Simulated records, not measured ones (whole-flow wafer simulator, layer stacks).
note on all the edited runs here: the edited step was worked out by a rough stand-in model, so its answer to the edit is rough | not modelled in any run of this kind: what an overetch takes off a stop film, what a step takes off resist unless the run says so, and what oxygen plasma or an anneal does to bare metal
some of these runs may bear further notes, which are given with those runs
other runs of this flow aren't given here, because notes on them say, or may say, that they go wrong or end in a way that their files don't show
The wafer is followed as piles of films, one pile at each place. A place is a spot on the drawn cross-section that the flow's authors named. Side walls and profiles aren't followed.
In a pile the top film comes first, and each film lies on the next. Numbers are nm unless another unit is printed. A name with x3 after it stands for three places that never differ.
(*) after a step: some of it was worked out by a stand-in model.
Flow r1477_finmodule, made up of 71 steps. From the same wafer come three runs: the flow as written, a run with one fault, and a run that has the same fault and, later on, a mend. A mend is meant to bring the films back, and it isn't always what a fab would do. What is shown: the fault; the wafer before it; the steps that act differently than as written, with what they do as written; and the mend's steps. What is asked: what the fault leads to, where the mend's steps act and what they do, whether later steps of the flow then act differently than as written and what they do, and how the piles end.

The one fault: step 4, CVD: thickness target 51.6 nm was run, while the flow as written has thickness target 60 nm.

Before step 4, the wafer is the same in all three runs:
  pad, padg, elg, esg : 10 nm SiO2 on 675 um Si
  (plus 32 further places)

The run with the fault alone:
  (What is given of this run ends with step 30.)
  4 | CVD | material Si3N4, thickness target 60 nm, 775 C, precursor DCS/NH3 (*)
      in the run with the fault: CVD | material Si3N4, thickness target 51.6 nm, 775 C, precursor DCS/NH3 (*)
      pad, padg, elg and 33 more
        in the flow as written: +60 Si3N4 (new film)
        in the run with the fault: +51.6 Si3N4 (new film)
  Every later step of the flow up to step 30 that is run acts as written at every place that is followed.
  Once step 30 is done, the piles at pad, padg, elg and 33 more depart from the flow's by more than 2% or 0.5 nm, whichever is larger.
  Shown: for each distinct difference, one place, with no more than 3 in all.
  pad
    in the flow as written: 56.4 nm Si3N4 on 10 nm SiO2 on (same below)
    in the run with the fault: 48 nm Si3N4 on 10 nm SiO2 on (same below)
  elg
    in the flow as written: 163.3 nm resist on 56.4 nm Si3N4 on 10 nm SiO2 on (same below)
    in the run with the fault: 163.3 nm resist on 48 nm Si3N4 on 10 nm SiO2 on (same below)
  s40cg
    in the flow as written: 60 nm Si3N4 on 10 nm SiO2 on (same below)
    in the run with the fault: 51.6 nm Si3N4 on 10 nm SiO2 on (same below)

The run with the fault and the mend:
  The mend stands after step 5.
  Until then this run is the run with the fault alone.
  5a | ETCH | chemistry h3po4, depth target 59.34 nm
      pad, padg, elg and 33 more
        -51.6 Si3N4 (all of it)
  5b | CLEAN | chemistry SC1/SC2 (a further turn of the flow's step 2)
      does not change any film at any place that is followed
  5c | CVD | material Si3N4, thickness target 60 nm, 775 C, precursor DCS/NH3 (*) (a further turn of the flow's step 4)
      pad, padg, elg and 33 more
        +60 Si3N4 (new film)
  Every later step of the flow that is run acts as written at every place that is followed.
  At every place that both follow, the piles at the end match the flow's.
